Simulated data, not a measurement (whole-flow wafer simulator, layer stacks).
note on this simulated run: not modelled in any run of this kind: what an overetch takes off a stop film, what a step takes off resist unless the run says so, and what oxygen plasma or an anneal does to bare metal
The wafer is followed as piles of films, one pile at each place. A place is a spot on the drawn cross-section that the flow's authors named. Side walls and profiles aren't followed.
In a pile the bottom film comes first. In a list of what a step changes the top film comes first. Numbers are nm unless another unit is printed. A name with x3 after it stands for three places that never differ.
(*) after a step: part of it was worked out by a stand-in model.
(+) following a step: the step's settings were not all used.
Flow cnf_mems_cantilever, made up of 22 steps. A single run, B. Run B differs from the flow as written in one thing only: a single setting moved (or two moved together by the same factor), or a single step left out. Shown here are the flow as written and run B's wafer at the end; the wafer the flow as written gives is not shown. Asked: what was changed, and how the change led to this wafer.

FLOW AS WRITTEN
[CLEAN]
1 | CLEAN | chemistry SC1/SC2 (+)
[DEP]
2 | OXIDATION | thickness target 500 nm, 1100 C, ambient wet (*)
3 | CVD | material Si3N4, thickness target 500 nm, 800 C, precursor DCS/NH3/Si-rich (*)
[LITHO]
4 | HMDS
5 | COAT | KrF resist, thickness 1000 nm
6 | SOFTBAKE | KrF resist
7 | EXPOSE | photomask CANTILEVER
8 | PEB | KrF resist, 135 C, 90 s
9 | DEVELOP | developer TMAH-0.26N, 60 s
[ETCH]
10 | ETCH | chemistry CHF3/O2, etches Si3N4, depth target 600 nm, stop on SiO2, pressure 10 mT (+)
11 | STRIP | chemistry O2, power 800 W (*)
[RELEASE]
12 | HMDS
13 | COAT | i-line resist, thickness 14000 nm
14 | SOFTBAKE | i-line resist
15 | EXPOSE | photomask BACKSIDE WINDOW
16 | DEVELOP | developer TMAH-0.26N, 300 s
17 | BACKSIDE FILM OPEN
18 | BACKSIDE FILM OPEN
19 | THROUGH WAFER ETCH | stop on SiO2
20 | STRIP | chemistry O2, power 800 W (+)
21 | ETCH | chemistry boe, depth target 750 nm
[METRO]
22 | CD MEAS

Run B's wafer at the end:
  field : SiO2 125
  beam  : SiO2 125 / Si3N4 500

The reason: step 21, ETCH: depth target 375 nm was run, though the flow has depth target 750 nm.

The path from the change to this, step by step:
  21 | ETCH | chemistry boe, depth target 750 nm
      field: SiO2 loses 375 (as written it would have been: SiO2 loses 500 (all of it))
      beam: under 1 film: SiO2 loses 375 (as written it would have been: under 1 film: SiO2 loses 500 (all of it))
